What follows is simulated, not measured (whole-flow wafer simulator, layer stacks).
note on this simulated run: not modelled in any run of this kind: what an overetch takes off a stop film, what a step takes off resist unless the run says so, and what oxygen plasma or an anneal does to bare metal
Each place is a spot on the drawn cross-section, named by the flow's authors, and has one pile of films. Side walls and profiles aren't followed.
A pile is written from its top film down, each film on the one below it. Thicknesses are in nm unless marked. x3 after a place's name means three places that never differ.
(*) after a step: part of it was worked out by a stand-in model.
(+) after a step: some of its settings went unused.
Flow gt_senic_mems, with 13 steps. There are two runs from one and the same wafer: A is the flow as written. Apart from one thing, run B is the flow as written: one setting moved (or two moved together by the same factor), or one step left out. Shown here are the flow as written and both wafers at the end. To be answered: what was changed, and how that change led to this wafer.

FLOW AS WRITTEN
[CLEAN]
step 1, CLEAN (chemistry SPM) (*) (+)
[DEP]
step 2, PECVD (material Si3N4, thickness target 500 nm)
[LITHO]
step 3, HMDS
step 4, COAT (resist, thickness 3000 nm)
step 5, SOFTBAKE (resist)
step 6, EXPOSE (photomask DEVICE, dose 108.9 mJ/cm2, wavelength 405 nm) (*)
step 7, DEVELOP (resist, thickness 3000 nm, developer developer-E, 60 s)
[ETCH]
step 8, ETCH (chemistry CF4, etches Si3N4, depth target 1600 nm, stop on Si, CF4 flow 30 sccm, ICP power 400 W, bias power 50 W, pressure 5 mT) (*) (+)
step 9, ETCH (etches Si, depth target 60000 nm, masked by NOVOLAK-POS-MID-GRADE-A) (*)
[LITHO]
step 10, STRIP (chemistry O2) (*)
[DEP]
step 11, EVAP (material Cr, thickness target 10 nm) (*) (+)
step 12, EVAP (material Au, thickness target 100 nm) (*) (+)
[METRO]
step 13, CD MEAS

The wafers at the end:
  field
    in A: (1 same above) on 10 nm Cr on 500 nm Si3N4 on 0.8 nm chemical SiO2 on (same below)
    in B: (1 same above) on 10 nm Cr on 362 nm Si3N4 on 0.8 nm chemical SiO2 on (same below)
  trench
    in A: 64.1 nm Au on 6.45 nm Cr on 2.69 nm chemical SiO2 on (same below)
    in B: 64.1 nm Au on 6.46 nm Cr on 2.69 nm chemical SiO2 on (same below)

What caused this: step 2, PECVD: thickness target 362 nm was run, though the flow has thickness target 500 nm.
The wafer lets one read it off: field has Si3N4 362, and step 2 as written asks for 500 nm.

The path from the change to this, step by step:
  step 2, PECVD (material Si3N4, thickness target 500 nm)
      field, trench: A +500 Si3N4 (new film) | B +362 Si3N4 (new film)
  step 8, ETCH (chemistry CF4, etches Si3N4, depth target 1600 nm, stop on Si, CF4 flow 30 sccm, ICP power 400 W, bias power 50 W, pressure 5 mT) (*) (+)
      field: A -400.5 resist | B -308.5 resist
      trench: A -500 Si3N4 (all of it), -0.8 chemical SiO2 (all of it) | B -362 Si3N4 (all of it), -0.8 chemical SiO2 (all of it)
  step 10, STRIP (chemistry O2) (*)
      field: A -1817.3 resist (all of it) | B -1909.3 resist (all of it)
